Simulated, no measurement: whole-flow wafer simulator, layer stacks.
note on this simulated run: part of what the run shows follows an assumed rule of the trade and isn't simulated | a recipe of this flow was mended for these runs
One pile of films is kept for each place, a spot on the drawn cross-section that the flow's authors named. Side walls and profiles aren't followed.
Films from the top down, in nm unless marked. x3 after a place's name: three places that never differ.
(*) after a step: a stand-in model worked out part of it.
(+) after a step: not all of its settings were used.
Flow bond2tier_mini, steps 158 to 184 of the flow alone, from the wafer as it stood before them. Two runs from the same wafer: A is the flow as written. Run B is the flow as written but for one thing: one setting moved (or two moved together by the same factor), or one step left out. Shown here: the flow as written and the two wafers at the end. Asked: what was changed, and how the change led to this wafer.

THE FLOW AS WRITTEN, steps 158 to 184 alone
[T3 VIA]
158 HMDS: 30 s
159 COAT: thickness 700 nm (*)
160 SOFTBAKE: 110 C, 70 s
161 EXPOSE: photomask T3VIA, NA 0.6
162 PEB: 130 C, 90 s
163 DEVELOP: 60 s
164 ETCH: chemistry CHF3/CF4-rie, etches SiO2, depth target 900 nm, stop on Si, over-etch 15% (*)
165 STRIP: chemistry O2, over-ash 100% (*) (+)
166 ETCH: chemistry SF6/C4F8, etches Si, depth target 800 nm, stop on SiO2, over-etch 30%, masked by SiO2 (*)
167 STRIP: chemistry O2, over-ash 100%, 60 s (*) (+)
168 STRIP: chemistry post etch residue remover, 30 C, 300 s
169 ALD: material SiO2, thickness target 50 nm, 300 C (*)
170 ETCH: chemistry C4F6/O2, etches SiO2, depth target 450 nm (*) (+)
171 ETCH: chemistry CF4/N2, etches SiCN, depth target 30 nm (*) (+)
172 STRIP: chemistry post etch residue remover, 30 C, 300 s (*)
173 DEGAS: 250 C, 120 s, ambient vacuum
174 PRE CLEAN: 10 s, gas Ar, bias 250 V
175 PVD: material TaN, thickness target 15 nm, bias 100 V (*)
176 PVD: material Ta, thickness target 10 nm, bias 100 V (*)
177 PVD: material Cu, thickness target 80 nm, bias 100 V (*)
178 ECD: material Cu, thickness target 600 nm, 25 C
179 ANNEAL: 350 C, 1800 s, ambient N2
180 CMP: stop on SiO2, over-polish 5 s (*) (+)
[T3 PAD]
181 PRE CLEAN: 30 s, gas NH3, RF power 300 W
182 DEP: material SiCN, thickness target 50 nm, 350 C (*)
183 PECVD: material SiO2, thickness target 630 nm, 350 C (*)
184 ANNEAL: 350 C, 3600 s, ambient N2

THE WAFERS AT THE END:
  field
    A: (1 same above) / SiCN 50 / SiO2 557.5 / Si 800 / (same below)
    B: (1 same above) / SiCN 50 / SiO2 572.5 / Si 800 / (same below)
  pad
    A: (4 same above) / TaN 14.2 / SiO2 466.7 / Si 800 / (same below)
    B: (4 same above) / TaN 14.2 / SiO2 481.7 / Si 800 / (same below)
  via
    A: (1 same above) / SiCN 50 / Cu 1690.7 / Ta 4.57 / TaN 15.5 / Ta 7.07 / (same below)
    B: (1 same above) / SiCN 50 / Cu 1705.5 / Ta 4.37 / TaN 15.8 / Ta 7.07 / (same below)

The cause: step 169, ALD: thickness target 65 nm was run, where the flow has thickness target 50 nm.

How the change led to this, step by step:
  169 ALD: material SiO2, thickness target 50 nm, 300 C (*)
      field, pad, via: A SiO2 +50 | B SiO2 +65
  170 ETCH: chemistry C4F6/O2, etches SiO2, depth target 450 nm (*) (+)
      via: A SiO2 -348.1 (all of it), SiCN -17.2 | B SiO2 -363.1 (all of it), SiCN -14.6
  171 ETCH: chemistry CF4/N2, etches SiCN, depth target 30 nm (*) (+)
      via: A SiCN -17.6 (all of it), TaN -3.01 | B SiCN -20.2 (all of it), TaN -2.4
  177 PVD: material Cu, thickness target 80 nm, bias 100 V (*)
      via: A Cu +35 (new film) | B Cu +33.3 (new film)
